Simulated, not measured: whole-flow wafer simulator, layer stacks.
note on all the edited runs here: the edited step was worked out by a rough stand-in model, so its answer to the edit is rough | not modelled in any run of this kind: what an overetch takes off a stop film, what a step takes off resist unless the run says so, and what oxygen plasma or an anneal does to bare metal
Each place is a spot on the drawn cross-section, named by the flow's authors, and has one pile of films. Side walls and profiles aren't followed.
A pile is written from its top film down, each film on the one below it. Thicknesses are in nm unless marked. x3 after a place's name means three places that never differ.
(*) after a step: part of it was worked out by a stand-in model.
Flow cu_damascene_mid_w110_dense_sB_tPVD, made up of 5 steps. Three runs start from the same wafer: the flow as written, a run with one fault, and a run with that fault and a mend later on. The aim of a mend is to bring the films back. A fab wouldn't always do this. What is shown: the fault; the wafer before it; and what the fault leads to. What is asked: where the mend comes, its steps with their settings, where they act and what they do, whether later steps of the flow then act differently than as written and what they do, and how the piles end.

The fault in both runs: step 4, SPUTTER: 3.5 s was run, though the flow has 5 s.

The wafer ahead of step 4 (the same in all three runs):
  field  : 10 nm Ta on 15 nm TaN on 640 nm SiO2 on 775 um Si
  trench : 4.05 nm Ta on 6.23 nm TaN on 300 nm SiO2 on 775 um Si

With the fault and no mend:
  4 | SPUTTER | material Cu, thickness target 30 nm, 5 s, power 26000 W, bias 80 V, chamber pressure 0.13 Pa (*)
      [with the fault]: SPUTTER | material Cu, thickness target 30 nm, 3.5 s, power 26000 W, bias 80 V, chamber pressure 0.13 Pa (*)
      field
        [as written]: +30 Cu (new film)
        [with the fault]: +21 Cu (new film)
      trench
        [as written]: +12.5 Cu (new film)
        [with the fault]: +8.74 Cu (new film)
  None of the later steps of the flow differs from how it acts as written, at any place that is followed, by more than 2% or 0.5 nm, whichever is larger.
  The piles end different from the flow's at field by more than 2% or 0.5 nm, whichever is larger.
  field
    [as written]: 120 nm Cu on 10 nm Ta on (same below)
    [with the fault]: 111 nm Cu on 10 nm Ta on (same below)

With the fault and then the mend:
  The mend stands after step 4.
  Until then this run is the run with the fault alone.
  4a | SPUTTER | material Cu, thickness target 30 nm, 1.5 s, power 26000 W, bias 80 V, chamber pressure 0.13 Pa (*) (a further turn of the flow's step 4, with different settings)
      field
        +9 Cu
      trench
        +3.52 Cu
  None of the later steps of the flow differs from how it acts as written, at any place that is followed, by more than 2% or 0.5 nm, whichever is larger.
  The piles end the same as the flow's at every place that both follow.
